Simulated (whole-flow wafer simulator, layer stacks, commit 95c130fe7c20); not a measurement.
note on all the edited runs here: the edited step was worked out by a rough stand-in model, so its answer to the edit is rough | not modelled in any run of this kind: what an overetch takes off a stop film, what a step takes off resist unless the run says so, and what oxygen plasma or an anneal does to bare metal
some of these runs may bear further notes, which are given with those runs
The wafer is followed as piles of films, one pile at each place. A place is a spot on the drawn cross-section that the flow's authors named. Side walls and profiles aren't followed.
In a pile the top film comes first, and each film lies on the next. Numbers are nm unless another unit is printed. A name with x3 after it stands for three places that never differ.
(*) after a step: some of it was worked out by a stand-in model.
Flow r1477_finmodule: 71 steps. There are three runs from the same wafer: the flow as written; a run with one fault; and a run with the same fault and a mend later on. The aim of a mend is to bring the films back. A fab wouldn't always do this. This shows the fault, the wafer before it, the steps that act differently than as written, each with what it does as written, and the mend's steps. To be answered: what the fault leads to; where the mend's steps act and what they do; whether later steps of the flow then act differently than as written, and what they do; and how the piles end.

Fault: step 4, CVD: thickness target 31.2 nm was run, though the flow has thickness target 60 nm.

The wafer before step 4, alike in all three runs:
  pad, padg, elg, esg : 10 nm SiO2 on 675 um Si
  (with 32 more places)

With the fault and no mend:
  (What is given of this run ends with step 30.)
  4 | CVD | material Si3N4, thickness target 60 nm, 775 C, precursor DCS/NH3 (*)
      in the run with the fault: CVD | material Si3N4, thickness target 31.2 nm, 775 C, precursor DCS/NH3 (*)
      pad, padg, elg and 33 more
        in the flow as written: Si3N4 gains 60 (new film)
        in the run with the fault: Si3N4 gains 31.2 (new film)
  None of the later steps of the flow up to step 30 acts differently than as written at any place that is followed.
  The piles after step 30 differ from the flow's at pad, padg, elg and 33 more by more than 2% or 0.5 nm, whichever is larger.
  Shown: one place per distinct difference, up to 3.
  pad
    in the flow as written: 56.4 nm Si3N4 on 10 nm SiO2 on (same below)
    in the run with the fault: 27.6 nm Si3N4 on 10 nm SiO2 on (same below)
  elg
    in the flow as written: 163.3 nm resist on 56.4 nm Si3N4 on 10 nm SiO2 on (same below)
    in the run with the fault: 163.3 nm resist on 27.6 nm Si3N4 on 10 nm SiO2 on (same below)
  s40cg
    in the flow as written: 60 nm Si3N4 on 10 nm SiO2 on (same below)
    in the run with the fault: 31.2 nm Si3N4 on 10 nm SiO2 on (same below)

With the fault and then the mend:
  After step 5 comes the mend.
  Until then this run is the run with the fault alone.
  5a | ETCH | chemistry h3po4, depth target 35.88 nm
      pad, padg, elg and 33 more
        Si3N4 loses 31.2 (all of it)
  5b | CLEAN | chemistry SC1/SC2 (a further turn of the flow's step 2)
      leaves every film unchanged at each place that is followed
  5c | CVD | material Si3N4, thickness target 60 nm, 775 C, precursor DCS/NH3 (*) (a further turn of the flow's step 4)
      pad, padg, elg and 33 more
        Si3N4 gains 60 (new film)
  None of the later steps of the flow acts differently than as written at any place that is followed.
  At every place that both follow, the piles at the end match the flow's.
